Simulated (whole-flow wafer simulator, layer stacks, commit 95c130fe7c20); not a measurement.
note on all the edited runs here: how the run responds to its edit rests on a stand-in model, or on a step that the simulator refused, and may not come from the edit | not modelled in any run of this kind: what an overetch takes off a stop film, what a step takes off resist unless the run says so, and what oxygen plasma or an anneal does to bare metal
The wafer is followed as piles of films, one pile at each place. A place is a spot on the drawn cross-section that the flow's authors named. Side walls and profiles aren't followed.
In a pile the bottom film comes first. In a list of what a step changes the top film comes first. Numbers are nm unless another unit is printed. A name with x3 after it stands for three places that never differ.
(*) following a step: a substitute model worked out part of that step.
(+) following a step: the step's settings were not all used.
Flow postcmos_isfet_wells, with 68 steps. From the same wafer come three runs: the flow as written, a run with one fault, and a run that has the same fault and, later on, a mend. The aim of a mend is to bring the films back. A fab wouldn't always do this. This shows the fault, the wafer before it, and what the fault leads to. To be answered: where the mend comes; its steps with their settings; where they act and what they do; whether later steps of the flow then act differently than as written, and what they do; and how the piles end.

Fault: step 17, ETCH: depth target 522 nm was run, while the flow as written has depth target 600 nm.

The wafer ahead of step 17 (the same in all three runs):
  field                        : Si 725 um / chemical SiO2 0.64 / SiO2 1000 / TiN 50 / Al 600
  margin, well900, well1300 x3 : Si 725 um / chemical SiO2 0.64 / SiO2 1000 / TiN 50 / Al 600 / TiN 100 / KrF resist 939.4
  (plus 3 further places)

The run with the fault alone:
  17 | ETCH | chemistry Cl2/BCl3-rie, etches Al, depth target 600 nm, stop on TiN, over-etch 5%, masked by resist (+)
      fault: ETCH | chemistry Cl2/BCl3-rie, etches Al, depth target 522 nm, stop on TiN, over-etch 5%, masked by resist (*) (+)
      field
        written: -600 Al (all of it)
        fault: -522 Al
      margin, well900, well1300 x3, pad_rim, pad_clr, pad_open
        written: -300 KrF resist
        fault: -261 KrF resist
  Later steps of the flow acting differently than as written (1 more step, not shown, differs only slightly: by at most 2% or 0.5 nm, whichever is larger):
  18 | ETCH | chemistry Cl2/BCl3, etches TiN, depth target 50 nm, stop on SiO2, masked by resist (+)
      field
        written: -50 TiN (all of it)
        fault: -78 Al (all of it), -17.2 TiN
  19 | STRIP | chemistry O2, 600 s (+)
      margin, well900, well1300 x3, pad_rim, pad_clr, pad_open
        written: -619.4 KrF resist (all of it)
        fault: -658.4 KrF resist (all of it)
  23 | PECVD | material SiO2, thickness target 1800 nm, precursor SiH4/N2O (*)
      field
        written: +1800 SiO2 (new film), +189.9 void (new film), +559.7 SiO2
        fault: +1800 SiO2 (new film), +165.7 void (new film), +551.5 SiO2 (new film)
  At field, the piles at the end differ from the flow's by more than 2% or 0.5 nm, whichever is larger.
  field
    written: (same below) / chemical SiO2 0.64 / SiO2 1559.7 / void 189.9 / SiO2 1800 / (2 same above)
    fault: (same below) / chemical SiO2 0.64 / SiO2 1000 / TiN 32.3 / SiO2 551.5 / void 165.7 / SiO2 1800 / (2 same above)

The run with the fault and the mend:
  The mend follows step 17.
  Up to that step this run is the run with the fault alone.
  17a | ETCH | chemistry Cl2/BCl3-rie, etches Al, depth target 78 nm, stop on TiN, over-etch 5%, masked by resist (the flow's step 17 again, with other settings)
      margin, well900, well1300 x3, pad_rim, pad_clr, pad_open
        -39 KrF resist
      field
        -78 Al (all of it)
  Later steps of the flow that are run all act as written at every place that is followed.
  The piles end the same as the flow's at every place that both follow.
